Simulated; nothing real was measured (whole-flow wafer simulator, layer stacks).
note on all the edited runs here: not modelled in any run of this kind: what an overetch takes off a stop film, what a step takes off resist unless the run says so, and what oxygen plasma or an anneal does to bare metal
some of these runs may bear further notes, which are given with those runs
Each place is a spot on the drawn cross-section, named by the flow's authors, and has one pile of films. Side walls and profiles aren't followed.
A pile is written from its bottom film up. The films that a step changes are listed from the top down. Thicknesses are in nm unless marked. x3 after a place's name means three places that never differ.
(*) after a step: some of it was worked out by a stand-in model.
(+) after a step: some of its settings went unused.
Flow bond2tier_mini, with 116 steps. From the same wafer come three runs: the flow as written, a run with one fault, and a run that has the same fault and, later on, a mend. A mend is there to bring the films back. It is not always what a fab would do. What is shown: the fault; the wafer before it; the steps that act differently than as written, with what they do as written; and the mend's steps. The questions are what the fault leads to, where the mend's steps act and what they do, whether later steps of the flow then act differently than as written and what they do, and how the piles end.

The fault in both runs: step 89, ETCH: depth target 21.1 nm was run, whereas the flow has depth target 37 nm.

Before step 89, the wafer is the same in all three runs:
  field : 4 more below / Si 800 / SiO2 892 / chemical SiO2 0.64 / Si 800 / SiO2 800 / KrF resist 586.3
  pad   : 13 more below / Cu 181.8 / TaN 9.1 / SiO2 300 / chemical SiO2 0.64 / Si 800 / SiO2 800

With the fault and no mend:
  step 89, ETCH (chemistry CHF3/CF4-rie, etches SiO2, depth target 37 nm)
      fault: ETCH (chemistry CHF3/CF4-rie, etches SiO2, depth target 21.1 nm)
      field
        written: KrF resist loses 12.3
        fault: KrF resist loses 7.03
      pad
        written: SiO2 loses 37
        fault: SiO2 loses 21.1
  Steps later in the flow that act otherwise than as written (4 other steps are not shown; they differ only slightly, by no more than 2% or 0.5 nm, whichever is larger):
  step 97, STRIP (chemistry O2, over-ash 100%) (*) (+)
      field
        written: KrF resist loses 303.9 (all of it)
        fault: KrF resist loses 310.6 (all of it)
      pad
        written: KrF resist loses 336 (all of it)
        fault: KrF resist loses 328.9 (all of it)
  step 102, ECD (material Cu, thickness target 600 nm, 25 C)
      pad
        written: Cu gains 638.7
        fault: Cu gains 622
  At pad, the piles at the end differ from the flow's by more than 2% or 0.5 nm, whichever is larger.
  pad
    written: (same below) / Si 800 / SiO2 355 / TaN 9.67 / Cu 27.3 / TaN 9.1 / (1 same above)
    fault: (same below) / Si 800 / SiO2 370.9 / TaN 9.81 / Cu 11.3 / TaN 9.1 / (1 same above)

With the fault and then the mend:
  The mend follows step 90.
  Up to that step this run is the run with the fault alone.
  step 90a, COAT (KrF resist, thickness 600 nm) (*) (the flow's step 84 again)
      field
        KrF resist gains 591 (new film)
      pad
        KrF resist gains 609.3 (new film)
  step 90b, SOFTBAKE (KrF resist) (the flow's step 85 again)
      does not change any film at any place that is followed
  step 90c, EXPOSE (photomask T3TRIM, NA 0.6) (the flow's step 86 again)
      does not change any film at any place that is followed
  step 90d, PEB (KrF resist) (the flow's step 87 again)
      does not change any film at any place that is followed
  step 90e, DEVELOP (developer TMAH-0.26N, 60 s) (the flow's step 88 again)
      field
        KrF resist loses 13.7
      pad
        KrF resist loses 609.3 (all of it)
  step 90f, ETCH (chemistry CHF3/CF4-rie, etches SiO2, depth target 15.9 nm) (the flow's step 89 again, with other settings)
      field
        KrF resist loses 5.3
      pad
        SiO2 loses 15.9
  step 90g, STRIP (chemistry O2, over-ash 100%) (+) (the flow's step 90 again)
      field
        KrF resist loses 572 (all of it)
  Every later step of the flow that is run acts as written at every place that is followed.
  The piles end the same as the flow's at every place that both follow.
